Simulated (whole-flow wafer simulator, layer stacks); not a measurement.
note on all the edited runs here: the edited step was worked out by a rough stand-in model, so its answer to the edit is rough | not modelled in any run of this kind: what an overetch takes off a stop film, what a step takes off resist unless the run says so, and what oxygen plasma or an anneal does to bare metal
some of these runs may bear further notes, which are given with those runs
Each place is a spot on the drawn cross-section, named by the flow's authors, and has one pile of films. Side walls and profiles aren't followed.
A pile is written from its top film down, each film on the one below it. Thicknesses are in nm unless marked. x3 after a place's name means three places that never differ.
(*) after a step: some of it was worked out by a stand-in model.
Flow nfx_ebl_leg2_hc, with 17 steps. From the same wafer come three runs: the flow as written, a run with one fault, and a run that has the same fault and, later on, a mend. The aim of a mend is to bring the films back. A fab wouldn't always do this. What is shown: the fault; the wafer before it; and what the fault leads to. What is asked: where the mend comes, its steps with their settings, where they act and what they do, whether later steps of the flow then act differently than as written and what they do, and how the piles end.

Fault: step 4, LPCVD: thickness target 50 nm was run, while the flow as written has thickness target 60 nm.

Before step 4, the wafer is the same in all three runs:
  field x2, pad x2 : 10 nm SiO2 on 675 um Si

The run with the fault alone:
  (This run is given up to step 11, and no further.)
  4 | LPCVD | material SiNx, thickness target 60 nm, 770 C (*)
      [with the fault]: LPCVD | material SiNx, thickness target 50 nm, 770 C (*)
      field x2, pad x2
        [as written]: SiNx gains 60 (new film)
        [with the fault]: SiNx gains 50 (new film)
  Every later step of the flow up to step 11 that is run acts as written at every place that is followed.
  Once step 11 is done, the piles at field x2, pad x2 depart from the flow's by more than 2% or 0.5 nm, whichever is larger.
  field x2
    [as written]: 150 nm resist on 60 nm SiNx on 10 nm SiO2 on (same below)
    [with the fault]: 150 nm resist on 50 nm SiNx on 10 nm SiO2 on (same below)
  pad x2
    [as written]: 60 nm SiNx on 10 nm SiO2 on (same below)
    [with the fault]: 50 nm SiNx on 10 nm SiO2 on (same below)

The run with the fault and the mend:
  The mend follows step 11.
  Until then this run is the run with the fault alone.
  11a | STRIP | resist, chemistry O2, 25 C (*)
      field x2
        resist loses 150 (all of it)
  11b | CLEAN | chemistry SC1/SC2 (*) (the flow's step 2 again)
      leaves every film unchanged at each place that is followed
  11c | LPCVD | material SiNx, thickness target 10 nm, 770 C (*) (the flow's step 4 again, with other settings)
      field x2, pad x2
        SiNx gains 10
  11d | DEHYDRATE | 180 C, 120 s (the flow's step 6 again)
      leaves every film unchanged at each place that is followed
  11e | COAT | resist, thickness 150 nm (the flow's step 7 again)
      field x2, pad x2
        resist gains 150 (new film)
  11f | SOFTBAKE | resist, 150 C, 60 s (the flow's step 8 again)
      leaves every film unchanged at each place that is followed
  11g | EXPOSE | PMMA, thickness 150 nm, photomask GRATING (*) (the flow's step 9 again)
      leaves every film unchanged at each place that is followed
  11h | DEVELOP | resist, thickness 150 nm, developer developer-C-546, 60 s (*) (the flow's step 10 again)
      pad x2
        resist loses 150 (all of it)
  Every later step of the flow that is run acts as written at every place that is followed.
  The piles end the same as the flow's at every place that both follow.
